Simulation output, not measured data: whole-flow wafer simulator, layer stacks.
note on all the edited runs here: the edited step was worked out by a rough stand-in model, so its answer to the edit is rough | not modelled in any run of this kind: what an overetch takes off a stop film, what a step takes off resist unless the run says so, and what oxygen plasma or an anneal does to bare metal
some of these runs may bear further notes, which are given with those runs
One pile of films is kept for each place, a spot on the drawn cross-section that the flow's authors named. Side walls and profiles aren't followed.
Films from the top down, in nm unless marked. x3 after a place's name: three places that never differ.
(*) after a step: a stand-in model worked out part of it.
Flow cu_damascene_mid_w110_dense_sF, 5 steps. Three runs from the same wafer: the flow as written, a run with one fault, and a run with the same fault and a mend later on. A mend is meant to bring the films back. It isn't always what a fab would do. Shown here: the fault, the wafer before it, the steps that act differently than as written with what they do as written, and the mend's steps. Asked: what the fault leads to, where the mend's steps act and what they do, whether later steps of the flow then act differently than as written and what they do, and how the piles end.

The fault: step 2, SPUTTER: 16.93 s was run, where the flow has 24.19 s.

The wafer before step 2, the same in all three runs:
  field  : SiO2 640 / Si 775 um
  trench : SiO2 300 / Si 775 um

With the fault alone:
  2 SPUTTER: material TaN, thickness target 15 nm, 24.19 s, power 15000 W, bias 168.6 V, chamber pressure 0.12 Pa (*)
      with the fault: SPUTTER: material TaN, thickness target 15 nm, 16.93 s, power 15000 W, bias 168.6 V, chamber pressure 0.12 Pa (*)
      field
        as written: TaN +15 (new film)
        with the fault: TaN +10.5 (new film)
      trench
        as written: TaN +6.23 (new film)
        with the fault: TaN +4.36 (new film)
  No later step of the flow acts differently than as written, at any place that is followed, by more than 2% or 0.5 nm, whichever is larger.
  At the end the piles differ from the flow's by more than 2% or 0.5 nm, whichever is larger, at field, trench.
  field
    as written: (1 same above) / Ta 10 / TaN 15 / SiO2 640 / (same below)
    with the fault: (1 same above) / Ta 10 / TaN 10.5 / SiO2 640 / (same below)
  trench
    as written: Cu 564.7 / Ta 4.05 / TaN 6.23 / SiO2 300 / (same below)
    with the fault: Cu 562 / Ta 4.1 / TaN 4.36 / SiO2 300 / (same below)

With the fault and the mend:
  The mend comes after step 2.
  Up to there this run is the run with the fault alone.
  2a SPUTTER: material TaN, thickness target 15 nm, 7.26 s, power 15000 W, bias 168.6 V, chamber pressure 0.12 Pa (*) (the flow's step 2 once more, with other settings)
      field
        TaN +4.5
      trench
        TaN +1.8
  No later step of the flow acts differently than as written, at any place that is followed, by more than 2% or 0.5 nm, whichever is larger.
  At the end the piles differ from the flow's only slightly at the places that both follow, by at most 2% or 0.5 nm, whichever is larger.
